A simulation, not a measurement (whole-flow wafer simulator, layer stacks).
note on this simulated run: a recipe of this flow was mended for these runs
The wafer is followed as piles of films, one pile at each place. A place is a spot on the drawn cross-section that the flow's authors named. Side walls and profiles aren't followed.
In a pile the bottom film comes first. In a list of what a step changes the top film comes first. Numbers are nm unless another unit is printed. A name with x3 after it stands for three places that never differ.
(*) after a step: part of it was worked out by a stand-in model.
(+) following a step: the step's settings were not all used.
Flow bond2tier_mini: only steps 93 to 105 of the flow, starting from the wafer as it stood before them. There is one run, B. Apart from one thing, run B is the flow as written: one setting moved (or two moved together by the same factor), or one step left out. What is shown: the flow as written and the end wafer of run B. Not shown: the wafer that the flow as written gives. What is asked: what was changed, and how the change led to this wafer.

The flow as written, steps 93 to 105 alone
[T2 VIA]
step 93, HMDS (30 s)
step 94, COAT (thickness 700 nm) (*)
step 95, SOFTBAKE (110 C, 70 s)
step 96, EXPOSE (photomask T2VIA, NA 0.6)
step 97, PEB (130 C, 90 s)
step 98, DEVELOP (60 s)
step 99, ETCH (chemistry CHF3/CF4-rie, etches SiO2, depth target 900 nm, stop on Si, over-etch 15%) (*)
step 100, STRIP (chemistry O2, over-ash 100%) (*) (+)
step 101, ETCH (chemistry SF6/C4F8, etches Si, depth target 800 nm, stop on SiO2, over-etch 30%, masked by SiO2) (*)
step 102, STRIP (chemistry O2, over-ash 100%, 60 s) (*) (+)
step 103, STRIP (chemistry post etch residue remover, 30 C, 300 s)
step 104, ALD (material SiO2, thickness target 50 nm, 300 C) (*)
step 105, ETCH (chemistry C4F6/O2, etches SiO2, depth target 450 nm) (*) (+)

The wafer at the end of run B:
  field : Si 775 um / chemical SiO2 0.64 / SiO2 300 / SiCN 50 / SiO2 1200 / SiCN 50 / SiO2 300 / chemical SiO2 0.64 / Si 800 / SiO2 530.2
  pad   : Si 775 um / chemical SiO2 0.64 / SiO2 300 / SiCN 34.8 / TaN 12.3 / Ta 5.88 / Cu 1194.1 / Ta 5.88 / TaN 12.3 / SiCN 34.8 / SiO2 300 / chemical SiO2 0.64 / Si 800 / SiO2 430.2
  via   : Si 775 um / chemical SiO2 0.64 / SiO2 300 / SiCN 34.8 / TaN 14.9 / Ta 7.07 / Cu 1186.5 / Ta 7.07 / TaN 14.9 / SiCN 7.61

The reason: step 105, ETCH: depth target 509.5 nm was run, whereas the flow has depth target 450 nm.

How this came from the change, step by step:
  step 105, ETCH (chemistry C4F6/O2, etches SiO2, depth target 450 nm) (*) (+)
      field, pad: -509.5 SiO2 (in the flow as written it would be: -450 SiO2)
      via: -348.1 SiO2 (all of it), -27.2 SiCN (in the flow as written it would be: -348.1 SiO2 (all of it), -17.2 SiCN)
